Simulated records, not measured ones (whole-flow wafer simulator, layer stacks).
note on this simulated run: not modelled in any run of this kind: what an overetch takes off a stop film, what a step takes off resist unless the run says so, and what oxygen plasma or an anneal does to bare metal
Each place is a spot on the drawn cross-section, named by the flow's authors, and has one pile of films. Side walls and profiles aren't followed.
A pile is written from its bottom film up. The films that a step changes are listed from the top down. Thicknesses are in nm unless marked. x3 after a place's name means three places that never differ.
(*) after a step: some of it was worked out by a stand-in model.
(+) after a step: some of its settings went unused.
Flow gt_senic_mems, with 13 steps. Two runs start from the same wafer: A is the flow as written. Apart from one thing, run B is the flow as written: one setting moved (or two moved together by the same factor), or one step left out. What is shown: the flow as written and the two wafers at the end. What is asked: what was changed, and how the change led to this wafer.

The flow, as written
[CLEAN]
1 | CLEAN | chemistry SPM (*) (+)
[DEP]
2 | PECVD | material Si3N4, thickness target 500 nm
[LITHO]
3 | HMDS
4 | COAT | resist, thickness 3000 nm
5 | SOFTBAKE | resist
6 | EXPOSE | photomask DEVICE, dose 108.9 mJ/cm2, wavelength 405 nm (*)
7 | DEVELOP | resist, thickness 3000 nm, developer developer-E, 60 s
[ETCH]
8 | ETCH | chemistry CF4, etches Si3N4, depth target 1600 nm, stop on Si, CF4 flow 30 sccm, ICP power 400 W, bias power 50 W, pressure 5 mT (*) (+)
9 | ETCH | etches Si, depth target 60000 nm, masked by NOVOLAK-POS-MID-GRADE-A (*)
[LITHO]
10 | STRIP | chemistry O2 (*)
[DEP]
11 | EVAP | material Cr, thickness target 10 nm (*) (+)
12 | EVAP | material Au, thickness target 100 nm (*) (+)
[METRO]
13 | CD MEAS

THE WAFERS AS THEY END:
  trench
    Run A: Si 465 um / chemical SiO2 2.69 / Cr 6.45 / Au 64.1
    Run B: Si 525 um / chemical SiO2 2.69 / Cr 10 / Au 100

Cause: step 9, ETCH: etches Si, depth target 60000 nm, masked by NOVOLAK-POS-MID-GRADE-A (*), was skipped.

The path from the change to this, step by step:
  10 | STRIP | chemistry O2 (*)
      field: A -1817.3 resist (all of it) | B -2567.3 resist (all of it)
  11 | EVAP | material Cr, thickness target 10 nm (*) (+)
      trench: A +6.45 Cr (new film) | B +10 Cr (new film)
  12 | EVAP | material Au, thickness target 100 nm (*) (+)
      trench: A +64.1 Au (new film) | B +100 Au (new film)
